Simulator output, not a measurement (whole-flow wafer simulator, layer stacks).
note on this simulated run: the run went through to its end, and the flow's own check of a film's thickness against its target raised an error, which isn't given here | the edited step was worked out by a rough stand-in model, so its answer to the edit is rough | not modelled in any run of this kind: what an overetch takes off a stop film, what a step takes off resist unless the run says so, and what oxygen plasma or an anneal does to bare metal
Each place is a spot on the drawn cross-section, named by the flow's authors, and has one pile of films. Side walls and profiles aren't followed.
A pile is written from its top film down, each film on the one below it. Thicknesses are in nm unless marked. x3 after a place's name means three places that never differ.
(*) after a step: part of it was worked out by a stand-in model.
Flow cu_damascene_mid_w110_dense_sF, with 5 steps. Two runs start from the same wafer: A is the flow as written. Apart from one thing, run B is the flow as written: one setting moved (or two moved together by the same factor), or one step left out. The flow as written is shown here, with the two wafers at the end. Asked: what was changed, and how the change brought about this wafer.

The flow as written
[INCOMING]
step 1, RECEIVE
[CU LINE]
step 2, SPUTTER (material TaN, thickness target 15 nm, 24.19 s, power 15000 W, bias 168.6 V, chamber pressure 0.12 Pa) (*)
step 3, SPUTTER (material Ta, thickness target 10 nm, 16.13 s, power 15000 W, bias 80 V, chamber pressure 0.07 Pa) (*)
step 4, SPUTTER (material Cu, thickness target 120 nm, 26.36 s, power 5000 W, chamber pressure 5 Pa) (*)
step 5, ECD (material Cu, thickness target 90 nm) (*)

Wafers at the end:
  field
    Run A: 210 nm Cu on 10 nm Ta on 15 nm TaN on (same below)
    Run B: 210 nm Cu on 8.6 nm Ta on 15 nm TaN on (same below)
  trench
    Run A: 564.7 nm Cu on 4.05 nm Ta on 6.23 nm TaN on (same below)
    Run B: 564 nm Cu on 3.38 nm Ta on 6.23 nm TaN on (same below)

What caused this: step 3, SPUTTER: power 12900 W was run, whereas the flow has power 15000 W.

Step by step, how the change led to this:
  step 3, SPUTTER (material Ta, thickness target 10 nm, 16.13 s, power 15000 W, bias 80 V, chamber pressure 0.07 Pa) (*)
      field: A Ta gains 10 (new film) | B Ta gains 8.6 (new film)
      trench: A Ta gains 4.05 (new film) | B Ta gains 3.38 (new film)
